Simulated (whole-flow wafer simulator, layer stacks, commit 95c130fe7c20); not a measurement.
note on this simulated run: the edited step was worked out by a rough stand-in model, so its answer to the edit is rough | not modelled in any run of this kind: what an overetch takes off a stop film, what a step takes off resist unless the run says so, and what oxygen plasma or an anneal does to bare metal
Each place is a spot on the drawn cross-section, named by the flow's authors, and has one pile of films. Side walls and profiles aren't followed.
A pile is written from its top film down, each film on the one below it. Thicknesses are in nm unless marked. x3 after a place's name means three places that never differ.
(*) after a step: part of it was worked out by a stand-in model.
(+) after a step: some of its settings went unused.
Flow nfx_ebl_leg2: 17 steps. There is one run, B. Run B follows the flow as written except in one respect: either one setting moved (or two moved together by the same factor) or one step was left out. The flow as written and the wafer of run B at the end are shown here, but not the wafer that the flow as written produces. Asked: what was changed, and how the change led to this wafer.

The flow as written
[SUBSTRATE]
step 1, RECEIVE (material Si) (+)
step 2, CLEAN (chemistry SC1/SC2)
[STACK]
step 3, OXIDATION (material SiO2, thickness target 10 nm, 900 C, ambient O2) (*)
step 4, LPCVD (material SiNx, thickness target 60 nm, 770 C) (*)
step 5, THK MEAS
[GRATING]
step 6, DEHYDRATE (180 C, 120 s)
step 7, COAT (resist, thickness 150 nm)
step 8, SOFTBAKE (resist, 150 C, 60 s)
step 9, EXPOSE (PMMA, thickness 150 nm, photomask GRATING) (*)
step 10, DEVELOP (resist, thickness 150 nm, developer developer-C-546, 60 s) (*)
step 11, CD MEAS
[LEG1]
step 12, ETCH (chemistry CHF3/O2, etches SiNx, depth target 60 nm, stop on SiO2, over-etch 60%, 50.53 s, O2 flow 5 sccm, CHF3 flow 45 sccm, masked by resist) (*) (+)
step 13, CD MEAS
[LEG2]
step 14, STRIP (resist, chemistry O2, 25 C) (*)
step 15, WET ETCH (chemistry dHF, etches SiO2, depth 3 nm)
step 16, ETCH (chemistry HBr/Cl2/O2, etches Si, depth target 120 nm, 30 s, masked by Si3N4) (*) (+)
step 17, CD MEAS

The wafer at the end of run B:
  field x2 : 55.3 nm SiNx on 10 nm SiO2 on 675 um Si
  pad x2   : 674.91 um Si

Cause: step 16, ETCH: depth target 82.9 nm was run, whereas the flow has depth target 120 nm; step 16, ETCH: 20.73 s was run, where the flow has 30 s.

How this came from the change, step by step:
  step 16, ETCH (chemistry HBr/Cl2/O2, etches Si, depth target 120 nm, 30 s, masked by Si3N4) (*) (+)
      field x2: SiNx loses 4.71 (it would be, as written: SiNx loses 6.82)
      pad x2: Si loses 82.9 (it would be, as written: Si loses 120)
